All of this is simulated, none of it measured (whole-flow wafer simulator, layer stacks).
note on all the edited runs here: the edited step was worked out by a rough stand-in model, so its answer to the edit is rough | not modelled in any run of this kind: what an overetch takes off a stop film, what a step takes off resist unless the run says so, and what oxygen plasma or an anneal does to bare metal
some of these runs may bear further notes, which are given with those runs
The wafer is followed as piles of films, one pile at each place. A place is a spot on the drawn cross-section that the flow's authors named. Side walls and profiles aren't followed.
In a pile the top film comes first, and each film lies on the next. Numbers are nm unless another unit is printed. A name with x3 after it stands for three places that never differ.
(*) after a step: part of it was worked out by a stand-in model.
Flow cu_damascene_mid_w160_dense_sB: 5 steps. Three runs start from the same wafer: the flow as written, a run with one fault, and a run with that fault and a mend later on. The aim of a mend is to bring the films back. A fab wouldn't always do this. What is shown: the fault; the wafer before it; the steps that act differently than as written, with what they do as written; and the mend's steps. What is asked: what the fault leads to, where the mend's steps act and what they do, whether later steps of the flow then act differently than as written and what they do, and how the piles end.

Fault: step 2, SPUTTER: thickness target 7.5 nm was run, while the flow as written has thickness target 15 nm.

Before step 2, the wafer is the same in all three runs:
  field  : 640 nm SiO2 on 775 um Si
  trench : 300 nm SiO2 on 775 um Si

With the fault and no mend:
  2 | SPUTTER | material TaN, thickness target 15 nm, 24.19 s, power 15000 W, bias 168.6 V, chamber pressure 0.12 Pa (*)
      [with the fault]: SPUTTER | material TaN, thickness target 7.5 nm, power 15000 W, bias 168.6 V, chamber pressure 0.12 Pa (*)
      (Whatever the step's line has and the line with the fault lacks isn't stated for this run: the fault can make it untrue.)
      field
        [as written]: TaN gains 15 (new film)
        [with the fault]: TaN gains 7.5 (new film)
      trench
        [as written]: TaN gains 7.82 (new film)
        [with the fault]: TaN gains 3.91 (new film)
  Later steps of the flow that are run all act as written at every place that is followed, up to a difference of at most 2% or 0.5 nm, whichever is larger.
  At field, trench, the piles at the end differ from the flow's by more than 2% or 0.5 nm, whichever is larger.
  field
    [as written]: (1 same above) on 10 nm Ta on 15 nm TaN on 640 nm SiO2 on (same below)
    [with the fault]: (1 same above) on 10 nm Ta on 7.5 nm TaN on 640 nm SiO2 on (same below)
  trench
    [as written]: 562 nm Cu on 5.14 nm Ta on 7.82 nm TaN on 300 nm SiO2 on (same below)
    [with the fault]: 558.4 nm Cu on 5.23 nm Ta on 3.91 nm TaN on 300 nm SiO2 on (same below)

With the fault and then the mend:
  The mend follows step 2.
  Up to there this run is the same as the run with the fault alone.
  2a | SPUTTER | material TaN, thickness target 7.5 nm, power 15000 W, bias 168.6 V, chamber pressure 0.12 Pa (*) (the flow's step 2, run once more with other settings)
      field
        TaN gains 7.5
      trench
        TaN gains 3.84
  Later steps of the flow that are run all act as written at every place that is followed, up to a difference of at most 2% or 0.5 nm, whichever is larger.
  The piles end only slightly different from the flow's at the places that both follow, by no more than 2% or 0.5 nm, whichever is larger.
